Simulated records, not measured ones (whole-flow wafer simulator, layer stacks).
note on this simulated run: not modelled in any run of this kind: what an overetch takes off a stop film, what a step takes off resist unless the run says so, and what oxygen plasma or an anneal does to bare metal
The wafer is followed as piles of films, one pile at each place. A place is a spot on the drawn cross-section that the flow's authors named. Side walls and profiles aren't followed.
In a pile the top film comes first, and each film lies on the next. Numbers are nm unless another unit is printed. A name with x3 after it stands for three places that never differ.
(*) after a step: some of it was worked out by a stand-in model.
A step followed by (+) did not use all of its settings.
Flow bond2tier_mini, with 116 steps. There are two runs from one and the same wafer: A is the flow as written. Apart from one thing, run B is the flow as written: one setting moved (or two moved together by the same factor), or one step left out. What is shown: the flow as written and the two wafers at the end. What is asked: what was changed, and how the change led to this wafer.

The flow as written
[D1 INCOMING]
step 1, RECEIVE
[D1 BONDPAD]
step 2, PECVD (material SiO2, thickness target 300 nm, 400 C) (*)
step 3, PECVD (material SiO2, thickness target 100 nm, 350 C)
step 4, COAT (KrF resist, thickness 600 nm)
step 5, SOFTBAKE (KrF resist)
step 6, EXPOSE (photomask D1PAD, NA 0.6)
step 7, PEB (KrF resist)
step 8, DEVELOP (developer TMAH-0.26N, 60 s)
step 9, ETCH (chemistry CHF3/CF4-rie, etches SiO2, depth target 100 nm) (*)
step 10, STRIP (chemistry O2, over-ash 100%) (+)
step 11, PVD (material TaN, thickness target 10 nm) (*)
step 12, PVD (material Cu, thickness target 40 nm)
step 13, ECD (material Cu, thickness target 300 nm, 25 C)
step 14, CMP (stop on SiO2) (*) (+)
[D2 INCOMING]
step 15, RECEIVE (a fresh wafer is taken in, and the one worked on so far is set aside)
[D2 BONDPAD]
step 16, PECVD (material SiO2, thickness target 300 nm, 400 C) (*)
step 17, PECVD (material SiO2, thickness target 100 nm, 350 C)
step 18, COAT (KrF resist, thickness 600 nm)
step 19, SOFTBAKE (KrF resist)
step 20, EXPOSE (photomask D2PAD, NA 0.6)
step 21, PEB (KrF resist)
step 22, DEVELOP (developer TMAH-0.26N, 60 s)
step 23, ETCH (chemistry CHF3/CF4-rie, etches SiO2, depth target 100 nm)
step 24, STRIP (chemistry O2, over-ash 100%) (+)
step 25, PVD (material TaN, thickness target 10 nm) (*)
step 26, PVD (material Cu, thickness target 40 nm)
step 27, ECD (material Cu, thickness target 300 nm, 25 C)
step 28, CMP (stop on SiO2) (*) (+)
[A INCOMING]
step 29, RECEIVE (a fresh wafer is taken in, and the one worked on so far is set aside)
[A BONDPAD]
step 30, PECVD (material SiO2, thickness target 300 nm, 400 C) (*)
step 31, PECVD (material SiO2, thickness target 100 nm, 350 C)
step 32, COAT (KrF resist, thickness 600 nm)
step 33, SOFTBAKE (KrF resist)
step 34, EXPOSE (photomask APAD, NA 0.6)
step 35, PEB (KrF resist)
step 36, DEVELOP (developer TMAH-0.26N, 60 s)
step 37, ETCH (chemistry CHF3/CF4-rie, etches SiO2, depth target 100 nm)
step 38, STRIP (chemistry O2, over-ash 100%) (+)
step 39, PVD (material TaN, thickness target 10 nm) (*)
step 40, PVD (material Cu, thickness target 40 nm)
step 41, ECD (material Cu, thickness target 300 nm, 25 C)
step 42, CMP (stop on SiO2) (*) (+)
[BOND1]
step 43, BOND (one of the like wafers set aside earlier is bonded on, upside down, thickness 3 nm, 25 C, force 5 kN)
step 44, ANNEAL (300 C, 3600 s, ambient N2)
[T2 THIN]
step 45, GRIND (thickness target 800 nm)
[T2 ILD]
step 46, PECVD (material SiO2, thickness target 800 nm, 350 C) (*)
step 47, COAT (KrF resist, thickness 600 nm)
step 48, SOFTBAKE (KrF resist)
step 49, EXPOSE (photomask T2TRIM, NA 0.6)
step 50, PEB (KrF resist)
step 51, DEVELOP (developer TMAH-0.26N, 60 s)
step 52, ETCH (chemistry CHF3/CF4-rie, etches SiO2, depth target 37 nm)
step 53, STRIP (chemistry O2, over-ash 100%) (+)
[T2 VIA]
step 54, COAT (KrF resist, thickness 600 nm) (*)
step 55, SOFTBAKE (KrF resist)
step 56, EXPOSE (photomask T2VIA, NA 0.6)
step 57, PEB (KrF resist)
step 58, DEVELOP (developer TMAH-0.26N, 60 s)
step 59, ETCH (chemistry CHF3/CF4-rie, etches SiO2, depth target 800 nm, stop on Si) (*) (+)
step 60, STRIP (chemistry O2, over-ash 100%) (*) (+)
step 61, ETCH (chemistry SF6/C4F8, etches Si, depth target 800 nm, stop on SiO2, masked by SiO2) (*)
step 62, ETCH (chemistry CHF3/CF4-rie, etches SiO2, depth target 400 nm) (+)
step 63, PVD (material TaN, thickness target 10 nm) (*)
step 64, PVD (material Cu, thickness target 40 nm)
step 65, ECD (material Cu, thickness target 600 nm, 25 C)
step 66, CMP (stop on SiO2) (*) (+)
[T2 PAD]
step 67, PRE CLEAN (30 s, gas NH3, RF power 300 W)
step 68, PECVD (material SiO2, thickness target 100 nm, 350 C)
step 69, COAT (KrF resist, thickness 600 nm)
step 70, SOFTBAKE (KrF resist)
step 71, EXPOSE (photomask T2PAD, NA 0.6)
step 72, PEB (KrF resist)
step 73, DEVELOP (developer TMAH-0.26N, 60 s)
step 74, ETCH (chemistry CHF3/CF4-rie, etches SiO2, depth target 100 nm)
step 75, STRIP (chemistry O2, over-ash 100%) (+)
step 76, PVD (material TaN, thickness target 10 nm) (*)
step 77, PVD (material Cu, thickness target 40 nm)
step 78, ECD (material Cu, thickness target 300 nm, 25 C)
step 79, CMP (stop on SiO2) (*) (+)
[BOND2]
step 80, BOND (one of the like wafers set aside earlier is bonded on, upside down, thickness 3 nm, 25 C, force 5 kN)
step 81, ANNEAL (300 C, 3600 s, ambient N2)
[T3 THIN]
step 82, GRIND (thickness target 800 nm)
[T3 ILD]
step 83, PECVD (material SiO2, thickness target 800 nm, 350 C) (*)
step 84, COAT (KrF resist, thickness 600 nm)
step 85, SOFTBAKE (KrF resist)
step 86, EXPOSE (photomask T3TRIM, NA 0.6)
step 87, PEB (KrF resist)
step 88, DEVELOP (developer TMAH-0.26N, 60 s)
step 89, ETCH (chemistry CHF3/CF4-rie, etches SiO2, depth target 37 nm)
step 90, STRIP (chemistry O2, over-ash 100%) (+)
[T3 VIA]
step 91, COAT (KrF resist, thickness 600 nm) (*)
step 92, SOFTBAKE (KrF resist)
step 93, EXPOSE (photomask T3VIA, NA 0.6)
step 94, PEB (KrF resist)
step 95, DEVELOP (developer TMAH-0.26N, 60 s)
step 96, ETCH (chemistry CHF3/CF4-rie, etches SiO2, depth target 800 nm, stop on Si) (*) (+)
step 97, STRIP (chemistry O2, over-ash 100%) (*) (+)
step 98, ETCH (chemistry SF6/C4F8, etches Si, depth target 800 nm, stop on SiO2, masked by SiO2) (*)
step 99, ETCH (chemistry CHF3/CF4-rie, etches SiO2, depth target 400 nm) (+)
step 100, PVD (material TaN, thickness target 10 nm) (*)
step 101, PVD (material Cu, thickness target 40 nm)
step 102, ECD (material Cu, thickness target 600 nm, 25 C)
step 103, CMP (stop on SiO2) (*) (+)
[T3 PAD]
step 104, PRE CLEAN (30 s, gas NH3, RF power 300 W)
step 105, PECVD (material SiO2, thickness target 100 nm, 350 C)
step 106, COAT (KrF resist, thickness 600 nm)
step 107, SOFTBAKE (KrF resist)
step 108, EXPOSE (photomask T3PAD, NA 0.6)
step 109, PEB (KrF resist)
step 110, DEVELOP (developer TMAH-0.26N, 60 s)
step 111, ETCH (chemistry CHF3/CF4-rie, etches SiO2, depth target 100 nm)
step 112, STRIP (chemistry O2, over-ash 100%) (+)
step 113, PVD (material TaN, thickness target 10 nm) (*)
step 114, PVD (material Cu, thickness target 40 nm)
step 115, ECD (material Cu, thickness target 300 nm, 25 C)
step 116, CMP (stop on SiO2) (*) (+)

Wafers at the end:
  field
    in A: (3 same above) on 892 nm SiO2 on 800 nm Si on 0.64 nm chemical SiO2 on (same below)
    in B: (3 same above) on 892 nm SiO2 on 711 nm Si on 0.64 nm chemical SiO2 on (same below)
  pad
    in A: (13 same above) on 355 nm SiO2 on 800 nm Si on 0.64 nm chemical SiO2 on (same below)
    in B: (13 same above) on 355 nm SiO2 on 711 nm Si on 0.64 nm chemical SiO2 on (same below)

The reason: step 45, GRIND: thickness target 711 nm was run, while the flow as written has thickness target 800 nm.
One can read it off the wafer: field has Si 711, and step 45 as written asks for 800 nm.

Step by step, how the change led to this:
  step 45, GRIND (thickness target 800 nm)
      field, pad, via: A Si loses 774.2 um | B Si loses 774.29 um
